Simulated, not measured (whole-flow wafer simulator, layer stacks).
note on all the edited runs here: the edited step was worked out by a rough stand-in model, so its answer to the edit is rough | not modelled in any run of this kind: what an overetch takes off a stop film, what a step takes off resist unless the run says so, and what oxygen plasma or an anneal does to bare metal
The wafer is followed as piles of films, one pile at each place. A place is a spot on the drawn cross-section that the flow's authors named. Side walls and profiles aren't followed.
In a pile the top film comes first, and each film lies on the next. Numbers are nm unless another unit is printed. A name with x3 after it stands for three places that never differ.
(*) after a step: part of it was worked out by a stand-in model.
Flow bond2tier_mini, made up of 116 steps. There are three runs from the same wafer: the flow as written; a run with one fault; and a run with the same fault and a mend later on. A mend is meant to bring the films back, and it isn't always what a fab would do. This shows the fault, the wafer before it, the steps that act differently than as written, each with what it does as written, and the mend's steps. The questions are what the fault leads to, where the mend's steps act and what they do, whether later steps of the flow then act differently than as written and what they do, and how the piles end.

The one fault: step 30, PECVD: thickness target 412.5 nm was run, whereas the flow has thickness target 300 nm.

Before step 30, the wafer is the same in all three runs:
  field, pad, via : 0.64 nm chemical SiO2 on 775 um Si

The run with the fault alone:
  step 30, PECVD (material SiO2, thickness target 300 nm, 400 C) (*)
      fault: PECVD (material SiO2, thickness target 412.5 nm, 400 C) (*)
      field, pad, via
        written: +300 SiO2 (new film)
        fault: +412.5 SiO2 (new film)
  Every later step of the flow that is run acts as written at every place that is followed.
  At field, pad, the piles at the end differ from the flow's by more than 2% or 0.5 nm, whichever is larger.
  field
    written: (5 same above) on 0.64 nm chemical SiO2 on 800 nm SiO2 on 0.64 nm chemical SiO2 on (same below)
    fault: (5 same above) on 0.64 nm chemical SiO2 on 912.5 nm SiO2 on 0.64 nm chemical SiO2 on (same below)
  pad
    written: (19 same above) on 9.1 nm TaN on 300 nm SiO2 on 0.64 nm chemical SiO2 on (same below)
    fault: (19 same above) on 9.1 nm TaN on 412.5 nm SiO2 on 0.64 nm chemical SiO2 on (same below)

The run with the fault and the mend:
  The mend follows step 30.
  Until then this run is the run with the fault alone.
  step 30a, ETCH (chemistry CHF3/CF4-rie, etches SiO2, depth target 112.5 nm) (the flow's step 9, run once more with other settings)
      field, pad, via
        -112.5 SiO2
  Every later step of the flow that is run acts as written at every place that is followed.
  At every place that both follow, the piles at the end match the flow's.
